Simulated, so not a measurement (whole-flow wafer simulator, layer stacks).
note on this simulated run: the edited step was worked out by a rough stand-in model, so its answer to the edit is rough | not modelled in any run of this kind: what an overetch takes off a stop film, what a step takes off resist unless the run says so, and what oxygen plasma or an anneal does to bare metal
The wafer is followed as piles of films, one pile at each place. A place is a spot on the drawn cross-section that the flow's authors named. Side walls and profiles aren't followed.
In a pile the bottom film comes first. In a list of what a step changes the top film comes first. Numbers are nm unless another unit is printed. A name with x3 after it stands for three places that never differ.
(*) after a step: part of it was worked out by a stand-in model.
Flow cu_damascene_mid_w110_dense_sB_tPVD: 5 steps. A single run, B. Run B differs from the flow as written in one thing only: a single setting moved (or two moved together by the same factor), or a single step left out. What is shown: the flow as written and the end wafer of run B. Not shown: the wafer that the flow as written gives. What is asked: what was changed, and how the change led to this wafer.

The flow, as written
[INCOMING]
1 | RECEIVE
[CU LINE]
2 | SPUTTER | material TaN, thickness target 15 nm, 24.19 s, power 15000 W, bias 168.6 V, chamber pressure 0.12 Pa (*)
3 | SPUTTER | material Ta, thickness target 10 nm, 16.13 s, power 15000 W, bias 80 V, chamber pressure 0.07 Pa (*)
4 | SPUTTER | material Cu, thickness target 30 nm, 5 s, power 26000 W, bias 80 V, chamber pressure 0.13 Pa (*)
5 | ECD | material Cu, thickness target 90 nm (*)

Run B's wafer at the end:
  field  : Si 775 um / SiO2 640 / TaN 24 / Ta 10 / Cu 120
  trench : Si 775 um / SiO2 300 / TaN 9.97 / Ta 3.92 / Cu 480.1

Cause: step 2, SPUTTER: thickness target 24 nm was run, whereas the flow has thickness target 15 nm.
The wafer itself shows it: field has TaN 24, and step 2 as written asks for 15 nm.

Step by step, how the change led to this:
  2 | SPUTTER | material TaN, thickness target 15 nm, 24.19 s, power 15000 W, bias 168.6 V, chamber pressure 0.12 Pa (*)
      field: TaN gains 24 (new film) (in the flow as written it would be: TaN gains 15 (new film))
      trench: TaN gains 9.97 (new film) (in the flow as written it would be: TaN gains 6.23 (new film))
